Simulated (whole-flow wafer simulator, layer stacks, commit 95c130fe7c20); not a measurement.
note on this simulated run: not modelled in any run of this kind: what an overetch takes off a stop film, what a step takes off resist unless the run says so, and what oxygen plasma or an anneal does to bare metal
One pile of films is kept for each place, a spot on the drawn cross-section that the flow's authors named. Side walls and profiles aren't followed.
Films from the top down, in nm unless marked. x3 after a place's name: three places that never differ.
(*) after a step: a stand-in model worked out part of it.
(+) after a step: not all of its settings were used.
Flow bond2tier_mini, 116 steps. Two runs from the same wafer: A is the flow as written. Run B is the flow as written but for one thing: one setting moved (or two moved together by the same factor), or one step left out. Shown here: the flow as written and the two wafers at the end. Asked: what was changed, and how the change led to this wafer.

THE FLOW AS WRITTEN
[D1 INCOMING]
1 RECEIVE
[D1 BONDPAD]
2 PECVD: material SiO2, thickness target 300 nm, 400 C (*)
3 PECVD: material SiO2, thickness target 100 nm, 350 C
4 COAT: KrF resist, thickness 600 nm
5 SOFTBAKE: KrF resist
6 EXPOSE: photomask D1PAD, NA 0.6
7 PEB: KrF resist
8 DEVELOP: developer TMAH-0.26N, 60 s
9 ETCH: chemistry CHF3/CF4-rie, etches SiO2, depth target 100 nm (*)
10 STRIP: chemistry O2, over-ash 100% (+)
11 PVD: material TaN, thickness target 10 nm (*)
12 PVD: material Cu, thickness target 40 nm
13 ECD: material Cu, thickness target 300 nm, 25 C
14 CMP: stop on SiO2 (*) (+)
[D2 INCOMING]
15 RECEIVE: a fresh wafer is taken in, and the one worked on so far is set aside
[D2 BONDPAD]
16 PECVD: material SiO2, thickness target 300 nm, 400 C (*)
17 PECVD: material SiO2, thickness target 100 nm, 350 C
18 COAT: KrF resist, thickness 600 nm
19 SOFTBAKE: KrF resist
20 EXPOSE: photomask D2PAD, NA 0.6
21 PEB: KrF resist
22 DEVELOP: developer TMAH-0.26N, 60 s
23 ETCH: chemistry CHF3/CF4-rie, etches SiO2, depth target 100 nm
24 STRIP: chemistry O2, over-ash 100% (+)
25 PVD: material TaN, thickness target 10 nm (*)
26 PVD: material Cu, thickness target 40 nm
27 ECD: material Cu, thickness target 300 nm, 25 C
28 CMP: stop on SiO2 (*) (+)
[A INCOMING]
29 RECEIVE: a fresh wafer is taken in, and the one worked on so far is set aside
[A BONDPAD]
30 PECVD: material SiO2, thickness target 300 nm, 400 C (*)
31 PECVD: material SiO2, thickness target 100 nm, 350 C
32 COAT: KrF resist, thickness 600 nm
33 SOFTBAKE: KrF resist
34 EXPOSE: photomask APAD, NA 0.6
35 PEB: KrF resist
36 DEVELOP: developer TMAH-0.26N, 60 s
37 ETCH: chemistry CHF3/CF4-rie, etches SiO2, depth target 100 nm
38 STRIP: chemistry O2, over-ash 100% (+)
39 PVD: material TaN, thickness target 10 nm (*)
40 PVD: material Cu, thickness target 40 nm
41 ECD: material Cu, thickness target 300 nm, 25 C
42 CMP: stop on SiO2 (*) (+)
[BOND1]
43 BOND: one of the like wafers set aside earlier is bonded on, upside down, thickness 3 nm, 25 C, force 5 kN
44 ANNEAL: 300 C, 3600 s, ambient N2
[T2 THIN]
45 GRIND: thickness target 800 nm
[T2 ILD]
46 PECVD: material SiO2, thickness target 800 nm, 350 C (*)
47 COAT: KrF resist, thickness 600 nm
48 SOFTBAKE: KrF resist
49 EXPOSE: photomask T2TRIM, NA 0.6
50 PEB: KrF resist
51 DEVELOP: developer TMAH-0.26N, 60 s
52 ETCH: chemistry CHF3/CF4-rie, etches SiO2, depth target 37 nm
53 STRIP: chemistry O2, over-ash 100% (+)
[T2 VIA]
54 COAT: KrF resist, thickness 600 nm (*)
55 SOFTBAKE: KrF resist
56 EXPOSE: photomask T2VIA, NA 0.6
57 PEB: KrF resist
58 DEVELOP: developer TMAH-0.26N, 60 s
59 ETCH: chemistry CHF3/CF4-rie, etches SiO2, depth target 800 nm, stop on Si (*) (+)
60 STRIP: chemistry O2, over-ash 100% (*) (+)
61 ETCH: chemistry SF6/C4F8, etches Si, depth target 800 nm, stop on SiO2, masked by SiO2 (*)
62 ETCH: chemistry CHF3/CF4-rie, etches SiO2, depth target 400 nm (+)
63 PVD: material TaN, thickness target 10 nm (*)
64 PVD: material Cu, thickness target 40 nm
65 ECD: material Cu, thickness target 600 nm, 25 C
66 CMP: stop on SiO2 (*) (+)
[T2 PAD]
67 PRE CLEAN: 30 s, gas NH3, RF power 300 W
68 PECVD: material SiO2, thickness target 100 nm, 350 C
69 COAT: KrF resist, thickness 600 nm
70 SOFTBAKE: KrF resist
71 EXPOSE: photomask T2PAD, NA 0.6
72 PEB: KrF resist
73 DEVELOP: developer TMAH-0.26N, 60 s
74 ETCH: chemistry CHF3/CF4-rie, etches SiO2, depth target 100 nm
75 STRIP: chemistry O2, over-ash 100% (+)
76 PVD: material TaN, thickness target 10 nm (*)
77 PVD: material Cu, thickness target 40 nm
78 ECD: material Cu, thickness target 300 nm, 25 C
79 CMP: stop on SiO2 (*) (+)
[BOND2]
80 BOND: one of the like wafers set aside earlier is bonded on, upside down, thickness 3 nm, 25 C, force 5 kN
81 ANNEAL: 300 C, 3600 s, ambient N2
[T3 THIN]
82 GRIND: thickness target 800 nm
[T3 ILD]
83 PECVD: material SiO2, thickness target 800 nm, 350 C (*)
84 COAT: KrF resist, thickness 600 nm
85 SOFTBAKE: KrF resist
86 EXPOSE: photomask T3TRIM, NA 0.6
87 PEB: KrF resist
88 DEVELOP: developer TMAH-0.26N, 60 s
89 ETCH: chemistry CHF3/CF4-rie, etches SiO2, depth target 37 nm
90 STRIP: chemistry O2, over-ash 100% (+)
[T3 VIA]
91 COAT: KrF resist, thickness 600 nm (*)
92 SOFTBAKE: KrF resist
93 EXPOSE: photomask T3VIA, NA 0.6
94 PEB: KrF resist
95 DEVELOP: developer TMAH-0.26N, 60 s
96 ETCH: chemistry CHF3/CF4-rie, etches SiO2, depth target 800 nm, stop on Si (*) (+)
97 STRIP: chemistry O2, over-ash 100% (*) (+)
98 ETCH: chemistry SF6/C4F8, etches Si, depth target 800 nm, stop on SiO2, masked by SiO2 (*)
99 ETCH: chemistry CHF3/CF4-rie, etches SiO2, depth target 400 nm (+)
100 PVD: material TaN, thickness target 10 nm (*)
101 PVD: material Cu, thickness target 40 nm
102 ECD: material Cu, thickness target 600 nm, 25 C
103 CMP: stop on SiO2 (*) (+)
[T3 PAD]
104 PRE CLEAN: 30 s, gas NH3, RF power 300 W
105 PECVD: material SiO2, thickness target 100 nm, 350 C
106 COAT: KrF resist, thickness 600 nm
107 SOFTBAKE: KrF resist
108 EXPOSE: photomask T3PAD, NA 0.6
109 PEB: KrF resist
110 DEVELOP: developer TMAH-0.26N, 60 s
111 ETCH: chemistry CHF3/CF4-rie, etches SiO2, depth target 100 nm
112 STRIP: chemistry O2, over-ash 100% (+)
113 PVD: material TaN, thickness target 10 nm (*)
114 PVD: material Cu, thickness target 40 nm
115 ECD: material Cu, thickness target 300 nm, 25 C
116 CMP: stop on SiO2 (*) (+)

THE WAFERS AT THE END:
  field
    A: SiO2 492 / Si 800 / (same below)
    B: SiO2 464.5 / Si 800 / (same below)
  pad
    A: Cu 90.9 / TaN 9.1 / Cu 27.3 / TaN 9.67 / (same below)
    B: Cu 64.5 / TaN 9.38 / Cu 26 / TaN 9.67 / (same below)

The cause: step 105, PECVD: thickness target 72.5 nm was run, where the flow has thickness target 100 nm.

How the change led to this, step by step:
  105 PECVD: material SiO2, thickness target 100 nm, 350 C
      field: A SiO2 +100 | B SiO2 +72.5
      pad: A SiO2 +100 (new film) | B SiO2 +72.5 (new film)
  111 ETCH: chemistry CHF3/CF4-rie, etches SiO2, depth target 100 nm
      pad: A SiO2 -100 (all of it) | B SiO2 -72.5 (all of it), Cu -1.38
  114 PVD: material Cu, thickness target 40 nm
      pad: A Cu +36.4 (new film) | B Cu +37.3 (new film)
  115 ECD: material Cu, thickness target 300 nm, 25 C
      pad: A Cu +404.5 | B Cu +377.2
